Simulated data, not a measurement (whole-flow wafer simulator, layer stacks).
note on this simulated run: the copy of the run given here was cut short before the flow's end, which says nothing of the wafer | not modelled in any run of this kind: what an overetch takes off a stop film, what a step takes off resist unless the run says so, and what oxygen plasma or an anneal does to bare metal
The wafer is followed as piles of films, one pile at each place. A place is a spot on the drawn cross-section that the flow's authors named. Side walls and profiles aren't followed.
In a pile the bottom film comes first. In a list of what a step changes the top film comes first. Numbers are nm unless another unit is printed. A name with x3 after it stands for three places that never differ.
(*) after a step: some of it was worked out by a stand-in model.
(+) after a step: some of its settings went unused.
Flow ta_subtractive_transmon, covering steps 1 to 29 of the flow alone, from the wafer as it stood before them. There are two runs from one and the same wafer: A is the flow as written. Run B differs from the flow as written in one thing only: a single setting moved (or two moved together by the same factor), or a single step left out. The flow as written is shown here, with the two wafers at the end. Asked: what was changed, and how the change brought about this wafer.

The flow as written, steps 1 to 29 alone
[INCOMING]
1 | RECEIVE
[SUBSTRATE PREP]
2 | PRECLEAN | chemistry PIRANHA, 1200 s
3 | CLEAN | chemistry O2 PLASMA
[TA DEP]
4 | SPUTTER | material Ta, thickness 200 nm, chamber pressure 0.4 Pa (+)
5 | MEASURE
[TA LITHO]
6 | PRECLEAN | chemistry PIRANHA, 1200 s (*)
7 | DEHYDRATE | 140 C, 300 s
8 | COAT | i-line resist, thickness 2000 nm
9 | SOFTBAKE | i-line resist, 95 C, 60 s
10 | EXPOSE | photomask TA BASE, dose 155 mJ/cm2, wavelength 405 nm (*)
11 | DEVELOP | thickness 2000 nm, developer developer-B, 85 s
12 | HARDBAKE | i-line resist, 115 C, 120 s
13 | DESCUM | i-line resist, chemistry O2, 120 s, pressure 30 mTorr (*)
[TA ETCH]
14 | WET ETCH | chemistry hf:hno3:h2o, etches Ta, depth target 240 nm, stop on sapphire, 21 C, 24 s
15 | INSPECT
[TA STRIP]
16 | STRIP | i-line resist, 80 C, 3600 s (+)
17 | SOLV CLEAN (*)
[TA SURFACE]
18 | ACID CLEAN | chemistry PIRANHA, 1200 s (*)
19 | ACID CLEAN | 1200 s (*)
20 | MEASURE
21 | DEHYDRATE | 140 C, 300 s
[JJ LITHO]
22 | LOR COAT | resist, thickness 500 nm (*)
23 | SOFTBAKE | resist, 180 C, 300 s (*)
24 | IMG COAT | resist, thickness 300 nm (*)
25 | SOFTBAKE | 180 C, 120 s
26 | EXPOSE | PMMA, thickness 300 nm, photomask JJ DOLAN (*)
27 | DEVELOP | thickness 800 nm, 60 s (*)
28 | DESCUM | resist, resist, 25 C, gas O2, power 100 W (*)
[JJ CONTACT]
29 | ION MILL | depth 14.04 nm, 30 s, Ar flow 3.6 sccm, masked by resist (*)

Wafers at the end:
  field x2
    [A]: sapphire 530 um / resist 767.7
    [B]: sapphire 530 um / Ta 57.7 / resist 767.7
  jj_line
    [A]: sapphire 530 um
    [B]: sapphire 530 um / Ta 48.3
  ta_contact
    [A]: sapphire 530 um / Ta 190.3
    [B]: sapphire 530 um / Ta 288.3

Cause: step 4, SPUTTER: thickness 298 nm was run, while the flow as written has thickness 200 nm.

How this came from the change, step by step:
  4 | SPUTTER | material Ta, thickness 200 nm, chamber pressure 0.4 Pa (+)
      field x2, jj_line, lead, ta_contact, ta_pad: A Ta gains 200 (new film) | B Ta gains 298 (new film)
  14 | WET ETCH | chemistry hf:hno3:h2o, etches Ta, depth target 240 nm, stop on sapphire, 21 C, 24 s
      field x2, jj_line, lead: A Ta loses 200 (all of it) | B Ta loses 240
  22 | LOR COAT | resist, thickness 500 nm (*)
      ta_contact: A resist gains 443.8 (new film) | B resist gains 433.7 (new film)
  29 | ION MILL | depth 14.04 nm, 30 s, Ar flow 3.6 sccm, masked by resist (*)
      jj_line, lead: A sapphire loses 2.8 | B Ta loses 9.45
If metal films that touch count as one body, field x2 has 1 body; the flow as written gives 0 bodies.
If metal films that touch count as one body, jj_line has 1 body; the flow as written gives 0 bodies.
